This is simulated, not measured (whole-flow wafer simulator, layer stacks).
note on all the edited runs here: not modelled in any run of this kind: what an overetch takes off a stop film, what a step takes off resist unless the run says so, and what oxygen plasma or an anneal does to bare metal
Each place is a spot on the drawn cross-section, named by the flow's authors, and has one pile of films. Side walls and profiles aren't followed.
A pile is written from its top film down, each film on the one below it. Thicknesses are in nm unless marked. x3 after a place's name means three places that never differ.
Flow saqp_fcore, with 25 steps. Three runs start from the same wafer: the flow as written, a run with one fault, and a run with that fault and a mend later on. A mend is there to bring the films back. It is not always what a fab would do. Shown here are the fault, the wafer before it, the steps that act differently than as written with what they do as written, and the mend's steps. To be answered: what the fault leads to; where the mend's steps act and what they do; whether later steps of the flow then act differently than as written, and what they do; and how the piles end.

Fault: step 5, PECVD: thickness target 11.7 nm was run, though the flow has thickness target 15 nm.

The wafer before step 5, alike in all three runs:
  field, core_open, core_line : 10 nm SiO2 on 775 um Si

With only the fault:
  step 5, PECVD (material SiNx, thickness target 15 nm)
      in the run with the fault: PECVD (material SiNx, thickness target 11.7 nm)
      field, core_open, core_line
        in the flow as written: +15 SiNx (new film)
        in the run with the fault: +11.7 SiNx (new film)
  Later steps of the flow that are run all act as written at every place that is followed.
  At field, core_open, core_line, the piles at the end differ from the flow's by more than 2% or 0.5 nm, whichever is larger.
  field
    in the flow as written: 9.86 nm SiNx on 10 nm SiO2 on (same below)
    in the run with the fault: 6.56 nm SiNx on 10 nm SiO2 on (same below)
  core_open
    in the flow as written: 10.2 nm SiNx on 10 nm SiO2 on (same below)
    in the run with the fault: 6.88 nm SiNx on 10 nm SiO2 on (same below)
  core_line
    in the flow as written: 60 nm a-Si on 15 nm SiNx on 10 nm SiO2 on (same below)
    in the run with the fault: 60 nm a-Si on 11.7 nm SiNx on 10 nm SiO2 on (same below)

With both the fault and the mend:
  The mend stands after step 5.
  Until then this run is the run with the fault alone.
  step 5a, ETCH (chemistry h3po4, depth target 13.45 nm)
      field, core_open, core_line
        -11.7 SiNx (all of it)
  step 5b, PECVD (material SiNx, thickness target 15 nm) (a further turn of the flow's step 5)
      field, core_open, core_line
        +15 SiNx (new film)
  Later steps of the flow that are run all act as written at every place that is followed.
  By the end, the piles equal the flow's at every place that both follow.
